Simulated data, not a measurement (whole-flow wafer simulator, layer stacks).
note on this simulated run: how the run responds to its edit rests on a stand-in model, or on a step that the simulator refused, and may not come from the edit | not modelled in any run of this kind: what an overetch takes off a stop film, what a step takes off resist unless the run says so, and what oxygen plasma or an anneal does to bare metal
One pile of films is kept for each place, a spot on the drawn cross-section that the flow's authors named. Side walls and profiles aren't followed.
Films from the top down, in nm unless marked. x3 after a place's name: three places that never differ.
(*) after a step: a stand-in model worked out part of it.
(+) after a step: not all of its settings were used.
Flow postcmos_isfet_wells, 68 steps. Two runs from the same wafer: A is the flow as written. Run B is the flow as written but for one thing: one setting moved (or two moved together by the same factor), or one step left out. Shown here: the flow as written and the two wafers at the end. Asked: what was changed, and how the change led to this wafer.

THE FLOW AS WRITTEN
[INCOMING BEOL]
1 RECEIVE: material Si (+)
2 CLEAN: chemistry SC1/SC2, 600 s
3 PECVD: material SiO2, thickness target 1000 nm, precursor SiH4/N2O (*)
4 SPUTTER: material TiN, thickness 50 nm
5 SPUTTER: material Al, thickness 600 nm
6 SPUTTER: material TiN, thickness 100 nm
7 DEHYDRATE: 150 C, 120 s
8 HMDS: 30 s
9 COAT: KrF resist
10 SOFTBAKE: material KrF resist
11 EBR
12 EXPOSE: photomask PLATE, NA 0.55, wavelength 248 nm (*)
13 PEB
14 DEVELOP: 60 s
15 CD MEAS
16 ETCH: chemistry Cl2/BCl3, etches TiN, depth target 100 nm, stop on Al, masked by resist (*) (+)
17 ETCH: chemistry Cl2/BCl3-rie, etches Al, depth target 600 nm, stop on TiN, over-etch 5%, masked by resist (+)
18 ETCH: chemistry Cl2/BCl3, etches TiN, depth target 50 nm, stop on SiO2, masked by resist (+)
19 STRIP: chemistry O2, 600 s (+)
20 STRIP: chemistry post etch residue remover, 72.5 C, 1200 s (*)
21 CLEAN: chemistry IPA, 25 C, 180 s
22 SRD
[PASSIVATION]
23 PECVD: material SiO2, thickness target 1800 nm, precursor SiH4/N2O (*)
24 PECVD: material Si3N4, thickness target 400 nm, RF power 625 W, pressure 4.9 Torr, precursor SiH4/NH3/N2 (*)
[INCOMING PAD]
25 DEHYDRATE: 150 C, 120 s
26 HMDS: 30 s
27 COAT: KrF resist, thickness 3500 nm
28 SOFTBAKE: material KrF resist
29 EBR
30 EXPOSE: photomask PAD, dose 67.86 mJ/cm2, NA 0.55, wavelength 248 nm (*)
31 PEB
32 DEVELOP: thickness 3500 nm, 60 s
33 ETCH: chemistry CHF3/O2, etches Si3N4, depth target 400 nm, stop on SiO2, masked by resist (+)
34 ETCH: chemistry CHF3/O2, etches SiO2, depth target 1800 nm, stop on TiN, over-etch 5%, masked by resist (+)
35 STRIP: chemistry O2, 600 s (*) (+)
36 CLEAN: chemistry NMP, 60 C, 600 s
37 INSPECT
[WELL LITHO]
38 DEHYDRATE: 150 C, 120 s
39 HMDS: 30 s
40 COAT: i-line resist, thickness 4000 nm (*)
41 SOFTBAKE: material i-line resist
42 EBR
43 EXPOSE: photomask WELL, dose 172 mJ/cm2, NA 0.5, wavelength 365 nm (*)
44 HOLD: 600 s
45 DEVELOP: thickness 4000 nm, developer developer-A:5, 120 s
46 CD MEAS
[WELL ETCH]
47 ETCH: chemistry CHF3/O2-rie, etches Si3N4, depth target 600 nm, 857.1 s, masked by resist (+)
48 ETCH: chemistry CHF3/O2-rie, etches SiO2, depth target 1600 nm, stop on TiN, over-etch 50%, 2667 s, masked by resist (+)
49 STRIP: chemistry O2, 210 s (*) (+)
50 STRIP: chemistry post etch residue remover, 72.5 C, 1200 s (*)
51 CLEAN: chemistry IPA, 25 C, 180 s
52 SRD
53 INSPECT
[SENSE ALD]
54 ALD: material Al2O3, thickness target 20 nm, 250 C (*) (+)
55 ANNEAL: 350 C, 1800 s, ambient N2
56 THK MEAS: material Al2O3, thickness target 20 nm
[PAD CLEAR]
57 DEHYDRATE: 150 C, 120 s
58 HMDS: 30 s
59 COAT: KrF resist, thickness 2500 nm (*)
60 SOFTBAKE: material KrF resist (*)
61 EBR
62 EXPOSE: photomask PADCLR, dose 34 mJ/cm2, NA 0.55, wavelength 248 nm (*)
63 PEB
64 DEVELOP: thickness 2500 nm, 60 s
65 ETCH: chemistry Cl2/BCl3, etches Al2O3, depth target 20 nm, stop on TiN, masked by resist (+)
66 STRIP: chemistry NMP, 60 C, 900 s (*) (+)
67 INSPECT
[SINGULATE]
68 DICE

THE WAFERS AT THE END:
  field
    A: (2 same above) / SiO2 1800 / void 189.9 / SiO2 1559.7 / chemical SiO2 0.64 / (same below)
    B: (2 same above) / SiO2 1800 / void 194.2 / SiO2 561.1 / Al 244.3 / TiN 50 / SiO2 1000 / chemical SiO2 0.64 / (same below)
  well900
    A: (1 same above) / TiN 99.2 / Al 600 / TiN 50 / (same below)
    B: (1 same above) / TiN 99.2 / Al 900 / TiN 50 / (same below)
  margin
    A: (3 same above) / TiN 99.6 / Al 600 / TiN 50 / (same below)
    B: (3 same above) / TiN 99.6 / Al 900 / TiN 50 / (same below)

The cause: step 5, SPUTTER: thickness 900 nm was run, where the flow has thickness 600 nm.
It can be read off the wafer: well900 has Al 900, and step 5 as written asks for 600 nm.

How the change led to this, step by step:
  5 SPUTTER: material Al, thickness 600 nm
      field, margin, well900, well1300 x3, pad_rim, pad_clr, pad_open: A Al +600 (new film) | B Al +900 (new film)
  17 ETCH: chemistry Cl2/BCl3-rie, etches Al, depth target 600 nm, stop on TiN, over-etch 5%, masked by resist (+)
      field: A Al -600 (all of it) | B Al -600
  18 ETCH: chemistry Cl2/BCl3, etches TiN, depth target 50 nm, stop on SiO2, masked by resist (+)
      field: A TiN -50 (all of it) | B Al -50
  20 STRIP: chemistry post etch residue remover, 72.5 C, 1200 s (*)
      field: A nothing | B Al -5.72
  23 PECVD: material SiO2, thickness target 1800 nm, precursor SiH4/N2O (*)
      field: A SiO2 +1800 (new film), void +189.9 (new film), SiO2 +559.7 | B SiO2 +1800 (new film), void +194.2 (new film), SiO2 +561.1 (new film)
Counting metal films that touch as one body, field has 1 body; the flow as written gives 0 bodies.
